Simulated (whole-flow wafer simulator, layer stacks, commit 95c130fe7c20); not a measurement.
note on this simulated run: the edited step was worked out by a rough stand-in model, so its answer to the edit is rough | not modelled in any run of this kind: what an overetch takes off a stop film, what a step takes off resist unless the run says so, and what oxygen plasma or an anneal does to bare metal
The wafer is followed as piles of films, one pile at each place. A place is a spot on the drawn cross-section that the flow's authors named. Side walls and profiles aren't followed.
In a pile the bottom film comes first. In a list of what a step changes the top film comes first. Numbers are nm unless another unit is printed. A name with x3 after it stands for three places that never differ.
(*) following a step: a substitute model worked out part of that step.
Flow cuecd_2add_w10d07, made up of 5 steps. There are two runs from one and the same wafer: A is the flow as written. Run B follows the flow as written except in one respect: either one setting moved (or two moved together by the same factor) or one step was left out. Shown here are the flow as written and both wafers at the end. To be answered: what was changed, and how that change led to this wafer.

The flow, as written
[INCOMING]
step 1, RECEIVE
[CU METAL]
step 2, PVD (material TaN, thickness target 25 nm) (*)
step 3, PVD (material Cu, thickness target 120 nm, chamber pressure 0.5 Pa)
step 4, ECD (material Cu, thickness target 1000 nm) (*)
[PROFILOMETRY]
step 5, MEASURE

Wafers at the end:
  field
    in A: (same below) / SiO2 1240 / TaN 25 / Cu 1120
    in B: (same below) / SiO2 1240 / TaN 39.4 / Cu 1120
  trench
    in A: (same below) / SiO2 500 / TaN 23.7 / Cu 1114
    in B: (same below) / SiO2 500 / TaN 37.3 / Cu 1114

The reason: step 2, PVD: thickness target 39.4 nm was run, while the flow as written has thickness target 25 nm.
The wafer itself shows it: field has TaN 39.4, and step 2 as written asks for 25 nm.

The path from the change to this, step by step:
  step 2, PVD (material TaN, thickness target 25 nm) (*)
      field: A +25 TaN (new film) | B +39.4 TaN (new film)
      trench: A +23.7 TaN (new film) | B +37.3 TaN (new film)
